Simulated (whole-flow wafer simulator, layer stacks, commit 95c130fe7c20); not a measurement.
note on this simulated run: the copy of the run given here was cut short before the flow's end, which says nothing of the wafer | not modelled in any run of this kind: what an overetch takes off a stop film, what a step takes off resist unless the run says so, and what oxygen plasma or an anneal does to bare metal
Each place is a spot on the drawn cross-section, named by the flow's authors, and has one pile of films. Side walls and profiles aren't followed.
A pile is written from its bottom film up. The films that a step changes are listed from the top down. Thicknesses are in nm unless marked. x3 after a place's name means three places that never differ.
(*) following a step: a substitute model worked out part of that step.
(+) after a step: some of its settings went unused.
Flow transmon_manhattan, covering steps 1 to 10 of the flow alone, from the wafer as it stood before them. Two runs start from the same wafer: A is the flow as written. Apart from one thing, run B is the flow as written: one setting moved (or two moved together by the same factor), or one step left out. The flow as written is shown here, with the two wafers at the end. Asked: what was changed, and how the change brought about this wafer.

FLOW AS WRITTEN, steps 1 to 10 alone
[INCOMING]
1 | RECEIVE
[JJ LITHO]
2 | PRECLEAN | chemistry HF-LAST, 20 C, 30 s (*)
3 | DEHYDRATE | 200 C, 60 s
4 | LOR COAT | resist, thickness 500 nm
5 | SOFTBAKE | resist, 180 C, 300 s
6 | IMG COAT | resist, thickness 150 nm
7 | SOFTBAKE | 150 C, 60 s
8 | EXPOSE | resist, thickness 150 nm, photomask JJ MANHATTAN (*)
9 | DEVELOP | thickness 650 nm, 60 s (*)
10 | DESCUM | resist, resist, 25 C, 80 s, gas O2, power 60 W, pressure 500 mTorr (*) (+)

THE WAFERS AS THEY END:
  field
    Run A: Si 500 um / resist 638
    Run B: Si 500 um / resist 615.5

The reason: step 6, IMG COAT: thickness 127.5 nm was run, though the flow has thickness 150 nm.

The path from the change to this, step by step:
  6 | IMG COAT | resist, thickness 150 nm
      field, chan_a x2: A +150 resist | B +127.5 resist
  9 | DEVELOP | thickness 650 nm, 60 s (*)
      chan_a x2: A -650 resist (all of it) | B -627.5 resist (all of it)
